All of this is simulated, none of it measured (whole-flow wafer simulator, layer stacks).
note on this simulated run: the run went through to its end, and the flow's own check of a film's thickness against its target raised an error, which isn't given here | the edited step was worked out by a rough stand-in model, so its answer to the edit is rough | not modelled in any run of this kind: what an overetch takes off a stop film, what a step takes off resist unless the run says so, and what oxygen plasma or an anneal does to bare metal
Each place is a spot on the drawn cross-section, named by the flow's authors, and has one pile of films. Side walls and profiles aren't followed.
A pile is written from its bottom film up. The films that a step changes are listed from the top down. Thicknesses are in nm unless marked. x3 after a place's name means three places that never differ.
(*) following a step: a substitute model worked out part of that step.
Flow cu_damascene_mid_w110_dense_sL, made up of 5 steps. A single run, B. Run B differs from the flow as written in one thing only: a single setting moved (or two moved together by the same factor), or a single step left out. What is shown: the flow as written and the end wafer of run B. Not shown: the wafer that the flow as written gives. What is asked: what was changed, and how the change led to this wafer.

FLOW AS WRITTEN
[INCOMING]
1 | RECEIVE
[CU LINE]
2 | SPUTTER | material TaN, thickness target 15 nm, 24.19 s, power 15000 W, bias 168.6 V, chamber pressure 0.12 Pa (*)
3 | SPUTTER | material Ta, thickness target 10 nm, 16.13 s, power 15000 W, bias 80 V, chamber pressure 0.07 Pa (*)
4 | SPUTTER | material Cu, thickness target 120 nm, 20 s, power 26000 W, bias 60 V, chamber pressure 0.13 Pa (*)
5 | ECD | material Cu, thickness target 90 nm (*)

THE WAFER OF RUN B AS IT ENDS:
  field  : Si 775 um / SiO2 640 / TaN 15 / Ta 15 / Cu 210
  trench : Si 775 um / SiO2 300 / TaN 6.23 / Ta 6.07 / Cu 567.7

The reason: step 3, SPUTTER: 24.2 s was run, while the flow as written has 16.13 s.

How this came from the change, step by step:
  3 | SPUTTER | material Ta, thickness target 10 nm, 16.13 s, power 15000 W, bias 80 V, chamber pressure 0.07 Pa (*)
      field: Ta gains 15 (new film) (it would be, as written: Ta gains 10 (new film))
      trench: Ta gains 6.07 (new film) (it would be, as written: Ta gains 4.05 (new film))
